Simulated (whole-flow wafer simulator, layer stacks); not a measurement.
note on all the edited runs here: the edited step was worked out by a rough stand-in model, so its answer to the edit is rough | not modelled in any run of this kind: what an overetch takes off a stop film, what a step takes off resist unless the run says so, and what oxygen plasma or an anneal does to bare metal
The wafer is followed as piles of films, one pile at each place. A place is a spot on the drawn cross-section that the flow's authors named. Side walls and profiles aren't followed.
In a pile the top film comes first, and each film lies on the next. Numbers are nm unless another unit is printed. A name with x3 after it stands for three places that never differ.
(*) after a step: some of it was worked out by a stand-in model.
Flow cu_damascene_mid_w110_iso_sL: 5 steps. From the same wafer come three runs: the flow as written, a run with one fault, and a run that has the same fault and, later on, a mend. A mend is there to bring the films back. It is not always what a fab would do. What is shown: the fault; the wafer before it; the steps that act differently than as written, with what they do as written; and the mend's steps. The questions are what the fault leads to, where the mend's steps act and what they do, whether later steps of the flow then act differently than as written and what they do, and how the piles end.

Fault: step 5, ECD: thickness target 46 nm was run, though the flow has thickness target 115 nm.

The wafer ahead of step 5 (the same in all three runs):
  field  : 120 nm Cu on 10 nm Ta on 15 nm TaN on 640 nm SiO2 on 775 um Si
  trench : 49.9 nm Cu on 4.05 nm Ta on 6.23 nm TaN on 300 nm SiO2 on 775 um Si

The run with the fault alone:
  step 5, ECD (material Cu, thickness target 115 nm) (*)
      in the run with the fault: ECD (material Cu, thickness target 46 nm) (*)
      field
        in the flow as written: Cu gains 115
        in the run with the fault: Cu gains 46
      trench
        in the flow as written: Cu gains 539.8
        in the run with the fault: Cu gains 470.8
  Later steps of the flow that are run all act as written at every place that is followed.
  At field, trench, the piles at the end differ from the flow's by more than 2% or 0.5 nm, whichever is larger.
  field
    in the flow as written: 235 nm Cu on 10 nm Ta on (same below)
    in the run with the fault: 166 nm Cu on 10 nm Ta on (same below)
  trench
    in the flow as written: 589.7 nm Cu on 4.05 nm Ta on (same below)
    in the run with the fault: 520.7 nm Cu on 4.05 nm Ta on (same below)

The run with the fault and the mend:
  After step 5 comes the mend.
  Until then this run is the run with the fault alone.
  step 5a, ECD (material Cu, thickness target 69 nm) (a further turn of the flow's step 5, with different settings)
      field, trench
        Cu gains 69
  Later steps of the flow that are run all act as written at every place that is followed.
  The piles end the same as the flow's at every place that both follow.
